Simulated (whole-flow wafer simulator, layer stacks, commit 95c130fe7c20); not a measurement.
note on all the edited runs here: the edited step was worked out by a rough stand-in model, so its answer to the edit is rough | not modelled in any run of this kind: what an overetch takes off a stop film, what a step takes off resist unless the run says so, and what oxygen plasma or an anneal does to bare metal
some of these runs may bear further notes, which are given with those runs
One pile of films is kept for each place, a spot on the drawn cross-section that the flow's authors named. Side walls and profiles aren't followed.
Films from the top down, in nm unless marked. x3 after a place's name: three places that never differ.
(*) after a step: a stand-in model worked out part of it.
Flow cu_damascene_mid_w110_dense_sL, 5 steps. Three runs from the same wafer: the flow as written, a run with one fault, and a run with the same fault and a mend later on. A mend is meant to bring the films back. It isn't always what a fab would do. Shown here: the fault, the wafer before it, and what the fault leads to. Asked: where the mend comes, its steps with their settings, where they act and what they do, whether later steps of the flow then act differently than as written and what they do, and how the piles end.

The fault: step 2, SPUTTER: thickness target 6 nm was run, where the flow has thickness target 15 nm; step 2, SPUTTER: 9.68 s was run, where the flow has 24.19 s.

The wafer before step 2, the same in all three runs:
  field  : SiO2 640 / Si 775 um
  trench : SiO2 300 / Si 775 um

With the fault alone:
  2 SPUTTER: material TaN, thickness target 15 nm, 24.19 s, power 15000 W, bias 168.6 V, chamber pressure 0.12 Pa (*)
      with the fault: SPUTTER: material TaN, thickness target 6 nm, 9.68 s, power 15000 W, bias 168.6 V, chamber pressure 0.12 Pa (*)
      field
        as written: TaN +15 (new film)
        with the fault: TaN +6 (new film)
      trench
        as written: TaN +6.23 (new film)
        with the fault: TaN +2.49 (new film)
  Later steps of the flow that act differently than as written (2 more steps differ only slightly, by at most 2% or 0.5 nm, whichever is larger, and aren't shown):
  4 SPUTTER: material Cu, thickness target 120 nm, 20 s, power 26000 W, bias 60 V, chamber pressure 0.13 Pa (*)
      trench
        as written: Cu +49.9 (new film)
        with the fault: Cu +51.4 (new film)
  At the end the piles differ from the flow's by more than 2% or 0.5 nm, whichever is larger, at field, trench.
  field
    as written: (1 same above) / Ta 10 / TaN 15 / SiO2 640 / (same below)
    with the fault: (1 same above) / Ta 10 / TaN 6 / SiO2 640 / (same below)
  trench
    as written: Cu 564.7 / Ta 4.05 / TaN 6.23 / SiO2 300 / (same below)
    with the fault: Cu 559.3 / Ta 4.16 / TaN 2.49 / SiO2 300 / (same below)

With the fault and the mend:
  The mend comes after step 2.
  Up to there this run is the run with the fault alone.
  2a SPUTTER: material TaN, thickness target 9 nm, 14.51 s, power 15000 W, bias 168.6 V, chamber pressure 0.12 Pa (*) (the flow's step 2 once more, with other settings)
      field
        TaN +9
      trench
        TaN +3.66
  No later step of the flow acts differently than as written, at any place that is followed, by more than 2% or 0.5 nm, whichever is larger.
  At the end the piles differ from the flow's only slightly at the places that both follow, by at most 2% or 0.5 nm, whichever is larger.
